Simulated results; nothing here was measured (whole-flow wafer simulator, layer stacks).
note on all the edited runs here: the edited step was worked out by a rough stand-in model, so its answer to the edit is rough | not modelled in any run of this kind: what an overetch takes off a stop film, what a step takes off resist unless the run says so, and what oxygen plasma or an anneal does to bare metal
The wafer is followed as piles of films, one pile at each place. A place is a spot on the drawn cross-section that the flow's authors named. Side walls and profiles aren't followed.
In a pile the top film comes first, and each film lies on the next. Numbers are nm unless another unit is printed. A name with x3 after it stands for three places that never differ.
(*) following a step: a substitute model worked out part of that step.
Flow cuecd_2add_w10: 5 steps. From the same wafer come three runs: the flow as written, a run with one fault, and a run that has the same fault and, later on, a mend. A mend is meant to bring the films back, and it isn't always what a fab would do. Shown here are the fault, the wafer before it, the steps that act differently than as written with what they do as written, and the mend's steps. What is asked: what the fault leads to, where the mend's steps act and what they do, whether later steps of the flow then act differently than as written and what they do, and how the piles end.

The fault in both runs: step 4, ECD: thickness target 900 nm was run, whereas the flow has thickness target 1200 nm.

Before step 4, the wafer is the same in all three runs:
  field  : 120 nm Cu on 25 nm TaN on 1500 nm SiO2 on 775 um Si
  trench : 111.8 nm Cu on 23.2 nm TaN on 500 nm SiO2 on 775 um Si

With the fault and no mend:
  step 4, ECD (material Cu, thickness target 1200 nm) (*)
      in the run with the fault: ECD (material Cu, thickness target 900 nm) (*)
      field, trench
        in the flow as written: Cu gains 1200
        in the run with the fault: Cu gains 900
  None of the later steps of the flow acts differently than as written at any place that is followed.
  The piles end different from the flow's at field, trench by more than 2% or 0.5 nm, whichever is larger.
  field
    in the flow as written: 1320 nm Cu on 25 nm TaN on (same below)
    in the run with the fault: 1020 nm Cu on 25 nm TaN on (same below)
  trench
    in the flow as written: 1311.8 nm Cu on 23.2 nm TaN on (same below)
    in the run with the fault: 1011.8 nm Cu on 23.2 nm TaN on (same below)

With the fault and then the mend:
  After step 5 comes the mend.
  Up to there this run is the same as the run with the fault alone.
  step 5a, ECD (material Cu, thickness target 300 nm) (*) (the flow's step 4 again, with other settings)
      field, trench
        Cu gains 300
  None of the later steps of the flow acts differently than as written at any place that is followed.
  The piles end the same as the flow's at every place that both follow.
